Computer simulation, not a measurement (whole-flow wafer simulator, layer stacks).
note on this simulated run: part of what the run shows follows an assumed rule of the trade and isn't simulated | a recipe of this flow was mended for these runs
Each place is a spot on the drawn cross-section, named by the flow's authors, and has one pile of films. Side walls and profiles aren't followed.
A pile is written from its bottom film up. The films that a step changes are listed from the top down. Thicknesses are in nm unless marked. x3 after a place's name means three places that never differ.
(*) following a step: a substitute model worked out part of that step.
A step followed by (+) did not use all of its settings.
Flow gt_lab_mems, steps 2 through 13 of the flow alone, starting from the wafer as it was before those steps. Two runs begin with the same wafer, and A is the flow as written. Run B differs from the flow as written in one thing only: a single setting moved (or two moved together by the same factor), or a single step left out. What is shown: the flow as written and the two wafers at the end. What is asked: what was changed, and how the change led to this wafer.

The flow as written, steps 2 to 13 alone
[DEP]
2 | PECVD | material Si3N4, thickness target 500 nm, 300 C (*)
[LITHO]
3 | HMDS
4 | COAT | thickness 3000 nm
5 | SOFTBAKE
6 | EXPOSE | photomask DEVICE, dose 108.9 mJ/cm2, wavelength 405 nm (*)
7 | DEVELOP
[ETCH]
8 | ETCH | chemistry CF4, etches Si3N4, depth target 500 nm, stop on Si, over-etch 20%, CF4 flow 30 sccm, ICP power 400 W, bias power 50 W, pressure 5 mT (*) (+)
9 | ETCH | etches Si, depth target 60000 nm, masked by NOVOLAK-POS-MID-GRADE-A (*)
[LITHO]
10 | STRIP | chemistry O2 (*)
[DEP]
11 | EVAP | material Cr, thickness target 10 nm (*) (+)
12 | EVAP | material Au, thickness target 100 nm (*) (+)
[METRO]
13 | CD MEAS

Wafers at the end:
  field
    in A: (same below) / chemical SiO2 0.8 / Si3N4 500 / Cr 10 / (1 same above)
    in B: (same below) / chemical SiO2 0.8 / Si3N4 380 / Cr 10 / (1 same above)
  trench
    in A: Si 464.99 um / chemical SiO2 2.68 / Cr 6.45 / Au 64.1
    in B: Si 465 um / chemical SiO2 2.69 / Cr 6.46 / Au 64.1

What caused this: step 2, PECVD: thickness target 380 nm was run, though the flow has thickness target 500 nm; step 8, ETCH: depth target 380 nm was run, where the flow has depth target 500 nm.
One can read it off the wafer: field has Si3N4 380, and step 2 as written asks for 500 nm.

Step by step, how the change led to this:
  2 | PECVD | material Si3N4, thickness target 500 nm, 300 C (*)
      field, trench: A Si3N4 gains 500 (new film) | B Si3N4 gains 380 (new film)
  8 | ETCH | chemistry CF4, etches Si3N4, depth target 500 nm, stop on Si, over-etch 20%, CF4 flow 30 sccm, ICP power 400 W, bias power 50 W, pressure 5 mT (*) (+)
      field: A g/i-line-resist loses 400 | B g/i-line-resist loses 304
      trench: A Si3N4 loses 500 (all of it), chemical SiO2 loses 0.8 (all of it), Si loses 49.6 | B Si3N4 loses 380 (all of it), chemical SiO2 loses 0.8 (all of it), Si loses 37.6
  10 | STRIP | chemistry O2 (*)
      field: A g/i-line-resist loses 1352 (all of it) | B g/i-line-resist loses 1448 (all of it)
